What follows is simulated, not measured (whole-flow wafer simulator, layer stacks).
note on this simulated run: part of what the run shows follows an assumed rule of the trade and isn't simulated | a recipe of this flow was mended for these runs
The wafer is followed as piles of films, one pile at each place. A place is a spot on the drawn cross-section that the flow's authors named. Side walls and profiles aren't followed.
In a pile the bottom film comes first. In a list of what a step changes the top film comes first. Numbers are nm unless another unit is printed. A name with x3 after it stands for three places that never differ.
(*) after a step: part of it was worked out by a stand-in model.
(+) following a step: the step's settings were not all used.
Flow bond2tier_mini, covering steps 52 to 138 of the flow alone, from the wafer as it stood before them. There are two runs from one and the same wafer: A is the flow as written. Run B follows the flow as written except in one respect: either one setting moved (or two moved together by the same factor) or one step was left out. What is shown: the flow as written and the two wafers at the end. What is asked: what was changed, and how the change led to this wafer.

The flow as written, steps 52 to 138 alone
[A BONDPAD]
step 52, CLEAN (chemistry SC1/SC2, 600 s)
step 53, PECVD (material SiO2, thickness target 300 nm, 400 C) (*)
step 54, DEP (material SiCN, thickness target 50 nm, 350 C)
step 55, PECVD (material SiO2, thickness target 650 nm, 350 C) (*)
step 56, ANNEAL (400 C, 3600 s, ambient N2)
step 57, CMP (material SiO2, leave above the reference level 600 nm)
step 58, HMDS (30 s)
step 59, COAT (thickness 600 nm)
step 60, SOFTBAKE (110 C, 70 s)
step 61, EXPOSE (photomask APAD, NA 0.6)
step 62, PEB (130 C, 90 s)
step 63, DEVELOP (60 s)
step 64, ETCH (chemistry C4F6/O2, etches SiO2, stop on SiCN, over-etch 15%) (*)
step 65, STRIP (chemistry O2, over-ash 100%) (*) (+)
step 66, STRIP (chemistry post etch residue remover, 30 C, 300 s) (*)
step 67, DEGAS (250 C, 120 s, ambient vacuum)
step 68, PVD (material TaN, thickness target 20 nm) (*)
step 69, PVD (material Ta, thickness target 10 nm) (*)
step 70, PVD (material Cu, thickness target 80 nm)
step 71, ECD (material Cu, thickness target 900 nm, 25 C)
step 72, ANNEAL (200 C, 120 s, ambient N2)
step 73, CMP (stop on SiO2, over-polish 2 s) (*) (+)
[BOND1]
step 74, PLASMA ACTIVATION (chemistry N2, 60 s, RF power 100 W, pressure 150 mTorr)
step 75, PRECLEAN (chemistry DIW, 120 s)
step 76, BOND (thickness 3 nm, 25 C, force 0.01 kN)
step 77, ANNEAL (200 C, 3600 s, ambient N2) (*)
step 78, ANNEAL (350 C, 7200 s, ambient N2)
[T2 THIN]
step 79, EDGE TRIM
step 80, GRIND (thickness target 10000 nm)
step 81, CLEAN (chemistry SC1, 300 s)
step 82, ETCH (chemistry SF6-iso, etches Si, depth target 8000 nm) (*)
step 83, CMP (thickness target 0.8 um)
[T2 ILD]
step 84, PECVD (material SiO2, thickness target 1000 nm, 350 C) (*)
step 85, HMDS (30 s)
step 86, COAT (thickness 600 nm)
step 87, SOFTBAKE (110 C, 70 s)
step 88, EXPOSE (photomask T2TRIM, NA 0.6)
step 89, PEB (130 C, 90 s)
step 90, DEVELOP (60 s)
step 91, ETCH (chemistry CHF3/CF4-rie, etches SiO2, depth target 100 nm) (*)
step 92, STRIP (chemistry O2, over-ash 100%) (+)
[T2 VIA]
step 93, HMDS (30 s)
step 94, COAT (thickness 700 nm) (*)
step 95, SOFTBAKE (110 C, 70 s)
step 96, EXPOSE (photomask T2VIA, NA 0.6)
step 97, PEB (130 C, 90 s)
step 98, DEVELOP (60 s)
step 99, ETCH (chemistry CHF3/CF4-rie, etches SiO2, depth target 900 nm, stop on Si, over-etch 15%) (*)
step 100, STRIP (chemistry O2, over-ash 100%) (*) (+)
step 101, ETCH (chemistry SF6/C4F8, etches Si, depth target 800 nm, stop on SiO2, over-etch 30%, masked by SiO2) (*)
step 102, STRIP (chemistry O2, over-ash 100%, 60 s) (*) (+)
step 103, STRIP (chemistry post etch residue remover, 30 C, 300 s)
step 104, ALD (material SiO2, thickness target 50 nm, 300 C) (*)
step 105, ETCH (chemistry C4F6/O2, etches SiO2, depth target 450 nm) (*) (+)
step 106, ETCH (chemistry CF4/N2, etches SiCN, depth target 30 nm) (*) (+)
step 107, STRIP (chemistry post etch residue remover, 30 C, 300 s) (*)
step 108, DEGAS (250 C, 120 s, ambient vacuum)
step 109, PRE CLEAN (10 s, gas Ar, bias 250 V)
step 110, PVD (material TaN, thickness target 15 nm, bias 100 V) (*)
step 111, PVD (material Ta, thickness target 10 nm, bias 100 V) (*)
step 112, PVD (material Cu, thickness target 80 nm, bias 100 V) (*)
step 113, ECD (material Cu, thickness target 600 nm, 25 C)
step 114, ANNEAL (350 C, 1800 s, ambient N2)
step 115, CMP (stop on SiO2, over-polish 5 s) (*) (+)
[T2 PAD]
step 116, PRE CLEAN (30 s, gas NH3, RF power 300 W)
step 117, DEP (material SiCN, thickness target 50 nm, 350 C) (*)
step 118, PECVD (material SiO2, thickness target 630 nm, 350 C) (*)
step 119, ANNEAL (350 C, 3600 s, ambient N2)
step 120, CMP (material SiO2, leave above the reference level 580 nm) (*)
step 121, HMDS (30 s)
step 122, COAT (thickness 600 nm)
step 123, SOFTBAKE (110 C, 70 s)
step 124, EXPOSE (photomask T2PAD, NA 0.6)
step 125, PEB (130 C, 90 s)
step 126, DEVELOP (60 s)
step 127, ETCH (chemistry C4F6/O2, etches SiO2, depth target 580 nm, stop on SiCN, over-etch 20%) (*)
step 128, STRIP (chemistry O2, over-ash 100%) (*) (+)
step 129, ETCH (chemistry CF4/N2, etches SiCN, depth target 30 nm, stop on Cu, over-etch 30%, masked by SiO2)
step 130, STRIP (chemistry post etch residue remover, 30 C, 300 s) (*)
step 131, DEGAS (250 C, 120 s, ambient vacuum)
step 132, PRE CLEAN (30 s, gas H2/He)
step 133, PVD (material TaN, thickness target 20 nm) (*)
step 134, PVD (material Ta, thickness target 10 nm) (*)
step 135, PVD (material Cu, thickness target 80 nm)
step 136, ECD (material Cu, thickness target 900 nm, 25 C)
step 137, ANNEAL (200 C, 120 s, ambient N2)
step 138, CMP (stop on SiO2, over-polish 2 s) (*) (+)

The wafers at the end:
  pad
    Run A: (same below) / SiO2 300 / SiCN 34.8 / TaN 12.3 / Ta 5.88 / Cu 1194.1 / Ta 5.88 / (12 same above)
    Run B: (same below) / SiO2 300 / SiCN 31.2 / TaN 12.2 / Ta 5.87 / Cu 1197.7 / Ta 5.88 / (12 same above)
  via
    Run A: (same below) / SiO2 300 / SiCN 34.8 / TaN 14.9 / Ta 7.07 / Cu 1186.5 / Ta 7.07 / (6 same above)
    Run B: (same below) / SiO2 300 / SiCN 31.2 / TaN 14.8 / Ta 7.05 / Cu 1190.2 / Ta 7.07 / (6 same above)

Cause: step 64, ETCH: over-etch 18.6% was run, whereas the flow has over-etch 15%.

Step by step, how the change led to this:
  step 64, ETCH (chemistry C4F6/O2, etches SiO2, stop on SiCN, over-etch 15%) (*)
      pad, via: A SiO2 loses 600 (all of it), SiCN loses 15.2 | B SiO2 loses 600 (all of it), SiCN loses 18.8
      field: A thick-KrF-resist loses 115 | B thick-KrF-resist loses 118.6
